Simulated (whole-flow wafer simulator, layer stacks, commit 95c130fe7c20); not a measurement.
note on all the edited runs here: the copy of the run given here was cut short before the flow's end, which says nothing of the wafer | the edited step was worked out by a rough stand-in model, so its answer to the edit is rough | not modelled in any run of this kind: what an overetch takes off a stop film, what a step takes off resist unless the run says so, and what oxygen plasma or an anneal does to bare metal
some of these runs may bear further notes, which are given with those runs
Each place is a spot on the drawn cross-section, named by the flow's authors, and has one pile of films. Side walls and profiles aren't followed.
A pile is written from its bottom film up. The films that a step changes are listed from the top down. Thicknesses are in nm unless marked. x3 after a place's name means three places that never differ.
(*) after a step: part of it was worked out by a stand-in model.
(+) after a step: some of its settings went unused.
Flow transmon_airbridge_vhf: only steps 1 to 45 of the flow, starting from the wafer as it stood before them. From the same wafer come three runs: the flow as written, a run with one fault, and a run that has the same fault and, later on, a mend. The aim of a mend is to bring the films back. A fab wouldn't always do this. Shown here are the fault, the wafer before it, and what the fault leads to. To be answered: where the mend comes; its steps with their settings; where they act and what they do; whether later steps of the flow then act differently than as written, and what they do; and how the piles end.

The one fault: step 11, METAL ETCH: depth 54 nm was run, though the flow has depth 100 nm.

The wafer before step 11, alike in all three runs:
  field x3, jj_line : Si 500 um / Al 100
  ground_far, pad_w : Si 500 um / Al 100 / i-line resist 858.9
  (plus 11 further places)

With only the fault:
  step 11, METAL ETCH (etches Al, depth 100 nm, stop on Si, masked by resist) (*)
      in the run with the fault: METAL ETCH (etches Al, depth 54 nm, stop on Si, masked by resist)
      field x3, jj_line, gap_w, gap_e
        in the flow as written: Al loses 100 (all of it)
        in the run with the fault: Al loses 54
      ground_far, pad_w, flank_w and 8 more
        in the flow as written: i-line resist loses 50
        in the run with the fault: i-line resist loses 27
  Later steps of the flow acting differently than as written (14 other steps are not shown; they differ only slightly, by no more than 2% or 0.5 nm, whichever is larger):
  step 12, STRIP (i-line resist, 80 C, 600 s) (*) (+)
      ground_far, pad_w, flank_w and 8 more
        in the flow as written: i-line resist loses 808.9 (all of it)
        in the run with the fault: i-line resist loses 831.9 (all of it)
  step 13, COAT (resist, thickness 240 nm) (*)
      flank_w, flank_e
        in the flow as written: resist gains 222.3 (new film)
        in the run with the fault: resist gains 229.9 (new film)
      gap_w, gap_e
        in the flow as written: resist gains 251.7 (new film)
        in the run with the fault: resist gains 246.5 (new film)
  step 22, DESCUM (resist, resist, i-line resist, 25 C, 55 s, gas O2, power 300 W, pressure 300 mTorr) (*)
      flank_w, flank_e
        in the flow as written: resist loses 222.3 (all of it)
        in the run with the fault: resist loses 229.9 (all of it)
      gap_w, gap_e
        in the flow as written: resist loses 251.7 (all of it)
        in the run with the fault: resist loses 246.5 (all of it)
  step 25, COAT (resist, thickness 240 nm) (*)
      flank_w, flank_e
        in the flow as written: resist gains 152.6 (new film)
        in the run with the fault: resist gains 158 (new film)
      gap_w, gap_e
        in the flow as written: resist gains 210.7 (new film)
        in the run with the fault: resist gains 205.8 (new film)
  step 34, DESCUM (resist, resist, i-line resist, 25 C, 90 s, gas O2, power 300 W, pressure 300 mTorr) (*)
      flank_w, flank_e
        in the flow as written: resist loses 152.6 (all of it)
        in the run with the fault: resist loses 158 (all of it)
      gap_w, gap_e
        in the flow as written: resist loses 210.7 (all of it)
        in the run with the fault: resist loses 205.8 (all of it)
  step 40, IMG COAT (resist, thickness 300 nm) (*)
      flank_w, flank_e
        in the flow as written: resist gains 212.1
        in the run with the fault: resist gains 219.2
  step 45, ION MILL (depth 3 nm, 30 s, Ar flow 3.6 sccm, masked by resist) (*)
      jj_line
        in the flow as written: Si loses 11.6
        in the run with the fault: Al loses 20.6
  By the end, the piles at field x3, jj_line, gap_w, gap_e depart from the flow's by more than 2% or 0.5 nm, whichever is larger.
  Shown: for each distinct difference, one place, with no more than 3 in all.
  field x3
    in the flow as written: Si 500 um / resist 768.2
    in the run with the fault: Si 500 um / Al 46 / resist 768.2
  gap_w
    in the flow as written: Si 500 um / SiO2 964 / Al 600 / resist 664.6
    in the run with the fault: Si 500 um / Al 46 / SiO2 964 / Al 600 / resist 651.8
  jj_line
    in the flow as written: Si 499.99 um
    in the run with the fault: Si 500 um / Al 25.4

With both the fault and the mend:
  The mend stands after step 11.
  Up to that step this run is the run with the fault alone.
  step 11a, METAL ETCH (etches Al, depth 46 nm, stop on Si, masked by resist) (*) (the flow's step 11 again, with other settings)
      ground_far, pad_w, flank_w and 8 more
        i-line resist loses 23
      field x3, jj_line, gap_w, gap_e
        Al loses 46 (all of it)
  Later steps of the flow that are run all act as written at every place that is followed.
  At every place that both follow, the piles at the end match the flow's.
